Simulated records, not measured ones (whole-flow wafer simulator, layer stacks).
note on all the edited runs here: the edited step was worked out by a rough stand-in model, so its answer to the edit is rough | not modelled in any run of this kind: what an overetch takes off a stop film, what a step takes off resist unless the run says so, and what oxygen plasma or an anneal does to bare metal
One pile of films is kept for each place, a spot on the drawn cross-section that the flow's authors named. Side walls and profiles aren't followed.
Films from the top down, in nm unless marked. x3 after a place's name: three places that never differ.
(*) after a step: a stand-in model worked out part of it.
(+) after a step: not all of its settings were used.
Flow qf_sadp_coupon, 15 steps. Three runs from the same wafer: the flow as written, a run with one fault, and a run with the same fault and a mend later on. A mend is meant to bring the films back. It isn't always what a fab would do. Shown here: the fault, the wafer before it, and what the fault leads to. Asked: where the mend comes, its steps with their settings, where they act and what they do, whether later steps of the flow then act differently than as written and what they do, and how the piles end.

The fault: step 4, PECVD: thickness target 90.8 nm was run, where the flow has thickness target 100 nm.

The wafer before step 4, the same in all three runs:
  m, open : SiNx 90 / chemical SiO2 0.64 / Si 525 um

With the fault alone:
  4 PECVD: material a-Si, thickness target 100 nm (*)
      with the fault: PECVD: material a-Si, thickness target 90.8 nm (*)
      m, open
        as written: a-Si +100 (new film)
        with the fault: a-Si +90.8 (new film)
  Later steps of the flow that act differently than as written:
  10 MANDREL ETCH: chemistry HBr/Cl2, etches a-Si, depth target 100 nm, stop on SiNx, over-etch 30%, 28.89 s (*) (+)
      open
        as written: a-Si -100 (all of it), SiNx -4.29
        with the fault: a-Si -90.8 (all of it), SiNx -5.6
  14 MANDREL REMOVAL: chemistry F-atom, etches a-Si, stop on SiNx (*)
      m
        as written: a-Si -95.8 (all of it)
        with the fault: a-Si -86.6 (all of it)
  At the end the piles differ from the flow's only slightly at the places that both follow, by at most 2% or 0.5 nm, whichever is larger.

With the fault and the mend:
  The mend comes after step 4.
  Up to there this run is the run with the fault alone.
  4a PECVD: material a-Si, thickness target 9.2 nm (*) (the flow's step 4 once more, with other settings)
      m, open
        a-Si +9.2
  No later step of the flow acts differently than as written at any place that is followed.
  At the end the piles are the same as the flow's at every place that both follow.
